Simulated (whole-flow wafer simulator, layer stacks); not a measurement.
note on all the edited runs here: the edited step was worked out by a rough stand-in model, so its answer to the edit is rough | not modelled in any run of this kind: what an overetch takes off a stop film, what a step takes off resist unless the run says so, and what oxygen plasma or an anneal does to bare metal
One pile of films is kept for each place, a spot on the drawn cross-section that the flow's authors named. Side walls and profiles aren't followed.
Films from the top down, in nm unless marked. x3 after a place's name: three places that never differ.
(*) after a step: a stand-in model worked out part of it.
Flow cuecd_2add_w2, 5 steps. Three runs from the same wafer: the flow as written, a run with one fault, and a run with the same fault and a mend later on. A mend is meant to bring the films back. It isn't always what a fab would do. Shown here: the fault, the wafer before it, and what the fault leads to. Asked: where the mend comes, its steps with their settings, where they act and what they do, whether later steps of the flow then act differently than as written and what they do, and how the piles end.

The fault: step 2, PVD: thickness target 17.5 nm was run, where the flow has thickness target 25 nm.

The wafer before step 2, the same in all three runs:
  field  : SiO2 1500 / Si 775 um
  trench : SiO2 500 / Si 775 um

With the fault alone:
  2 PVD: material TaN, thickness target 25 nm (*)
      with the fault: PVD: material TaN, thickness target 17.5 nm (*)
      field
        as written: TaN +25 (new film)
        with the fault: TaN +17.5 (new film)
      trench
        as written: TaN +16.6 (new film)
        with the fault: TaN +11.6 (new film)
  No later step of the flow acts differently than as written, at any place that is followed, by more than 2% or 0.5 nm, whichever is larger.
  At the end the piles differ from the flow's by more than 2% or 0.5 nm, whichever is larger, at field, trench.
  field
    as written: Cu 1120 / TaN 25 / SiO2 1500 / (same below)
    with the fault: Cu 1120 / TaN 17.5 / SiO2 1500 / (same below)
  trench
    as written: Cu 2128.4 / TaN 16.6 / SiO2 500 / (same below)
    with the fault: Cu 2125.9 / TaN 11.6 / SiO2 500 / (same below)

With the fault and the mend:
  The mend comes after step 2.
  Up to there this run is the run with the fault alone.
  2a PVD: material TaN, thickness target 7.5 nm (*) (the flow's step 2 once more, with other settings)
      field
        TaN +7.5
      trench
        TaN +4.95
  No later step of the flow acts differently than as written at any place that is followed.
  At the end the piles are the same as the flow's at every place that both follow.
